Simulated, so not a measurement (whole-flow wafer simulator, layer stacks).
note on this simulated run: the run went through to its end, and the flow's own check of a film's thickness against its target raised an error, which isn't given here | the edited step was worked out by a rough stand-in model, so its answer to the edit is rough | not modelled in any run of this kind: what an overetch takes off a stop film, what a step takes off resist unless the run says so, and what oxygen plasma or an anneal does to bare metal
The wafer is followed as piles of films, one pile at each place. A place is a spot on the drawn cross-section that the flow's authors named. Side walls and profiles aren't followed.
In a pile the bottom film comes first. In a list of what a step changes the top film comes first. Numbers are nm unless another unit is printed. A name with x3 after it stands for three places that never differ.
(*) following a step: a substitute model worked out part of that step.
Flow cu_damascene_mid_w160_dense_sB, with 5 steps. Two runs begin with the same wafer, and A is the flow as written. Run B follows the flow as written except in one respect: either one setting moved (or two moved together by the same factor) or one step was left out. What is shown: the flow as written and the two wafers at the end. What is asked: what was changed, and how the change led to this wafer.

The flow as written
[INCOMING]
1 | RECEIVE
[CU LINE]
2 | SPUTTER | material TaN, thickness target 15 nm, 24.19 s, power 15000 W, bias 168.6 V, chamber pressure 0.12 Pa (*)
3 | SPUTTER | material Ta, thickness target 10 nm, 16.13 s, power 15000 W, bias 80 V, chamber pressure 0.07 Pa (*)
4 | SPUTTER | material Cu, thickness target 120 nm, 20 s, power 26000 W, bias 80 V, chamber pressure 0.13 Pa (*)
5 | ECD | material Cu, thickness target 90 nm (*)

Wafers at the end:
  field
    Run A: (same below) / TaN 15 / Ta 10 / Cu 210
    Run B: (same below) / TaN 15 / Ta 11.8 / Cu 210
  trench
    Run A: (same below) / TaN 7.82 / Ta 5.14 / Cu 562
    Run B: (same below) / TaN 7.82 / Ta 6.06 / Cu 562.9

The reason: step 3, SPUTTER: thickness target 11.8 nm was run, while the flow as written has thickness target 10 nm; step 3, SPUTTER: 18.95 s was run, where the flow has 16.13 s.
The wafer lets one read it off: field has Ta 11.8, and step 3 as written asks for 10 nm.

How this came from the change, step by step:
  3 | SPUTTER | material Ta, thickness target 10 nm, 16.13 s, power 15000 W, bias 80 V, chamber pressure 0.07 Pa (*)
      field: A Ta gains 10 (new film) | B Ta gains 11.8 (new film)
      trench: A Ta gains 5.14 (new film) | B Ta gains 6.06 (new film)
